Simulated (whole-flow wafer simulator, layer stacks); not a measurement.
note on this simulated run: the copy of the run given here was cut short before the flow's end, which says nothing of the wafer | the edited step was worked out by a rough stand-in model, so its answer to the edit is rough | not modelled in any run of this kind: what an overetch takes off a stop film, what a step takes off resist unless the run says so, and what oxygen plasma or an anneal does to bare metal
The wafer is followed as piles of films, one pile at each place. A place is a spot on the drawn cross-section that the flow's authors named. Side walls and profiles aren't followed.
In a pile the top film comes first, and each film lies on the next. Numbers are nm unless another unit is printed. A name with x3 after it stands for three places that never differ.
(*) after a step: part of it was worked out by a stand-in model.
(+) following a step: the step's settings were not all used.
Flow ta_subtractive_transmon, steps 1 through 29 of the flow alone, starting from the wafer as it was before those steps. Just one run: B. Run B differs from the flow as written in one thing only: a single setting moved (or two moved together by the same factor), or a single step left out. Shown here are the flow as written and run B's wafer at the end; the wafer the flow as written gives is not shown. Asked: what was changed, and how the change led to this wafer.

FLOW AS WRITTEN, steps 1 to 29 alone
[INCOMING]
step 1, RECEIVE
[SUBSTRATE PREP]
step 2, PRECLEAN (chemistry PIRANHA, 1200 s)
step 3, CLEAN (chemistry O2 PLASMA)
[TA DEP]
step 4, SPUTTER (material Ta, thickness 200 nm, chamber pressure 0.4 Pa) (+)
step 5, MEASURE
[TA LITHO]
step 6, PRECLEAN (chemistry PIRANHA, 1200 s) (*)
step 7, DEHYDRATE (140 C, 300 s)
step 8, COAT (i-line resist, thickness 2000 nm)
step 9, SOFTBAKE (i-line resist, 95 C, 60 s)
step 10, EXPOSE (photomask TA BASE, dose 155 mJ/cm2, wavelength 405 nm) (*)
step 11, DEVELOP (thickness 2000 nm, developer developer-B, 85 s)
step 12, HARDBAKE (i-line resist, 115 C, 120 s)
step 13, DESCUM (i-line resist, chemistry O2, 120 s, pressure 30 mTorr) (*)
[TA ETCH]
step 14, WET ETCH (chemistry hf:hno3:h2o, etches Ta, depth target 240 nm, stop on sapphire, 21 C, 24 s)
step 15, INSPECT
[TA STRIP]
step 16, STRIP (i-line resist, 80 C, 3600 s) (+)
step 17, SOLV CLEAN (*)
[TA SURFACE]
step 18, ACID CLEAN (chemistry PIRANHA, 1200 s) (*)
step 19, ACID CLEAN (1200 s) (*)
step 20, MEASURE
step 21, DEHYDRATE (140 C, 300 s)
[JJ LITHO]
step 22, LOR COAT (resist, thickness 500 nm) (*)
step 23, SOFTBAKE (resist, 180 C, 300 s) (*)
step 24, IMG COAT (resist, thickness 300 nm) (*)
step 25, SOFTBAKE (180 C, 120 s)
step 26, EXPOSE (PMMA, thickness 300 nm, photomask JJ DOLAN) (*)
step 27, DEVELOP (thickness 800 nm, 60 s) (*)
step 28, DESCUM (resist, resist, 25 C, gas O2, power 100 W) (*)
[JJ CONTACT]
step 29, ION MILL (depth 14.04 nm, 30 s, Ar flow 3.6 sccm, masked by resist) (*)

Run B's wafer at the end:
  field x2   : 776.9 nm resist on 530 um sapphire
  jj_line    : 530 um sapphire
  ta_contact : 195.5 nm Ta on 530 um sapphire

Cause: step 29, ION MILL: 13.5 s was run, though the flow has 30 s.

The path from the change to this, step by step:
  step 29, ION MILL (depth 14.04 nm, 30 s, Ar flow 3.6 sccm, masked by resist) (*)
      field x2, ta_pad: -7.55 resist (in the flow as written it would be: -16.8 resist)
      jj_line, lead: -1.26 sapphire (in the flow as written it would be: -2.8 sapphire)
      (as well as at 1 more place)
